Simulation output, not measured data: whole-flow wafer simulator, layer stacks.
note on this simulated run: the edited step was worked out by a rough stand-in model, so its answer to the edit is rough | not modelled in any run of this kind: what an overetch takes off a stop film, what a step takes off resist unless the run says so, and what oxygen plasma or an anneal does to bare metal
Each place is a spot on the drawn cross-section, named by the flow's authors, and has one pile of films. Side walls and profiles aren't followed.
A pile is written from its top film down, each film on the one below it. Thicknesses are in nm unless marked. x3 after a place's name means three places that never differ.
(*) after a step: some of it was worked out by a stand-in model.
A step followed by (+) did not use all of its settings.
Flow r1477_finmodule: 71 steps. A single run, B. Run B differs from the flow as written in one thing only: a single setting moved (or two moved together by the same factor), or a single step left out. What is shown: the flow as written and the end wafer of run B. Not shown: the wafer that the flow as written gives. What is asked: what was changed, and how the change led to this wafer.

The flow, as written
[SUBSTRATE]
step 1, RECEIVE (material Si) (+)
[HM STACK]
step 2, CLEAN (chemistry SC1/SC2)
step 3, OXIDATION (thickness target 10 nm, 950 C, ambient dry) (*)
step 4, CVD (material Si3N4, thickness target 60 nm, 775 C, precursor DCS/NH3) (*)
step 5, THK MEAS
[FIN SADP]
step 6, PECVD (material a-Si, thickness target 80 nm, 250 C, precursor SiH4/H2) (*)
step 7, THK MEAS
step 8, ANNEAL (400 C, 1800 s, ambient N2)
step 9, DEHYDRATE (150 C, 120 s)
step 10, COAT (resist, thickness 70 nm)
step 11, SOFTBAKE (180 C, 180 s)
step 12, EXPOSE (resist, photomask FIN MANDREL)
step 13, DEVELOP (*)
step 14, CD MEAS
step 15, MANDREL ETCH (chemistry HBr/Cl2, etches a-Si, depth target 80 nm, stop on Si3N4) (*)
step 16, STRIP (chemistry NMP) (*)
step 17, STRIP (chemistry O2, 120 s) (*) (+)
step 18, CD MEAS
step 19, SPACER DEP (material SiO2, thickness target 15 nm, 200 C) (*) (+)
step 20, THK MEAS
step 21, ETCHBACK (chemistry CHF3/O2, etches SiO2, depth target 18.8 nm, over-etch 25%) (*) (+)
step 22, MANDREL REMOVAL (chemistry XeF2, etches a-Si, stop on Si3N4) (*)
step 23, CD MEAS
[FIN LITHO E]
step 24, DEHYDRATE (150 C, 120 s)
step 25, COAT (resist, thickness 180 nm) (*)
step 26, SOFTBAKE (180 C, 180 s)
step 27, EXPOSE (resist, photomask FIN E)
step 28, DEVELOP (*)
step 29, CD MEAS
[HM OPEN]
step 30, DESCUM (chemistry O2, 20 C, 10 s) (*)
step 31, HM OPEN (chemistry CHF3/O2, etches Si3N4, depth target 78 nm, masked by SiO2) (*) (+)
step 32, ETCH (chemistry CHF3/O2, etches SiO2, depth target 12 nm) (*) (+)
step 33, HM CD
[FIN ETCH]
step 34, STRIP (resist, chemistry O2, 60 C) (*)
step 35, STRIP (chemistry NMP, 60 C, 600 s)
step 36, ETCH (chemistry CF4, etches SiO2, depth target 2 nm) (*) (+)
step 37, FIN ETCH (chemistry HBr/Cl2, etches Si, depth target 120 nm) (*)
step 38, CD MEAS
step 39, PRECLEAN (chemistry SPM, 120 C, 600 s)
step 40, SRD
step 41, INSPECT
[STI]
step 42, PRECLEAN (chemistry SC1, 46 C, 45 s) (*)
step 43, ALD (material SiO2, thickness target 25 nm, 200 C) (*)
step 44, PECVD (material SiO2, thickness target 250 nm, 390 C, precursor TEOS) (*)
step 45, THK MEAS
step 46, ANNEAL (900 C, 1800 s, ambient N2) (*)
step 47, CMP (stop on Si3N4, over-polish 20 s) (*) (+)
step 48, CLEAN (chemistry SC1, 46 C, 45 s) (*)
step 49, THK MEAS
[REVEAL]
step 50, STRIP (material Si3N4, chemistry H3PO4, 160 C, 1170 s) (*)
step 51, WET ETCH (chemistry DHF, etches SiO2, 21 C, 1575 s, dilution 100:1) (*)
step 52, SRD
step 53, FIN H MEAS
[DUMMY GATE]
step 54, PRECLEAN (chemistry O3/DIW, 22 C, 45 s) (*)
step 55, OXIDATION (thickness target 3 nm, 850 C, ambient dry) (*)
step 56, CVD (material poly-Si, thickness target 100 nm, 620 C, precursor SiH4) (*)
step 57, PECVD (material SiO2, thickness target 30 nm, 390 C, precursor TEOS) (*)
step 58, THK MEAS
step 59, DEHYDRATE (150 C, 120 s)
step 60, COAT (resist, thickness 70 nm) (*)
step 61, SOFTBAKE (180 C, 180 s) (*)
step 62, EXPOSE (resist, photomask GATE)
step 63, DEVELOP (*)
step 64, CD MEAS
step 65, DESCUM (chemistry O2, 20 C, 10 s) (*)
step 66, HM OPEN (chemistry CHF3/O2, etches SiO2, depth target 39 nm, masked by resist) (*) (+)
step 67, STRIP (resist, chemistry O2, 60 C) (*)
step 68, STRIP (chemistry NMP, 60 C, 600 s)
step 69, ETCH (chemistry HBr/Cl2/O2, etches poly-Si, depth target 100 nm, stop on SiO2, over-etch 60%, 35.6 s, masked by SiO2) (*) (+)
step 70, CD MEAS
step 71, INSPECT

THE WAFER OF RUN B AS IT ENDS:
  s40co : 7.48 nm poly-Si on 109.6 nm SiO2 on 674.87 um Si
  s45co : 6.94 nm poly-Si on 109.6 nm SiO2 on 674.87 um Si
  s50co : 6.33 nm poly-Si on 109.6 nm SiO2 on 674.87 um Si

The reason: step 69, ETCH: depth target 65 nm was run, while the flow as written has depth target 100 nm; step 69, ETCH: 23.1 s was run, where the flow has 35.6 s.

Step by step, how the change led to this:
  step 69, ETCH (chemistry HBr/Cl2/O2, etches poly-Si, depth target 100 nm, stop on SiO2, over-etch 60%, 35.6 s, masked by SiO2) (*) (+)
      s40co: chemical SiO2 loses 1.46 (all of it), poly-Si loses 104 (as written it would have been: chemical SiO2 loses 1.46 (all of it), poly-Si loses 111.5 (all of it), SiO2 loses 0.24)
      s45co: chemical SiO2 loses 1.46 (all of it), poly-Si loses 104 (as written it would have been: chemical SiO2 loses 1.46 (all of it), poly-Si loses 110.9 (all of it), SiO2 loses 0.25)
      (also at 19 further places)
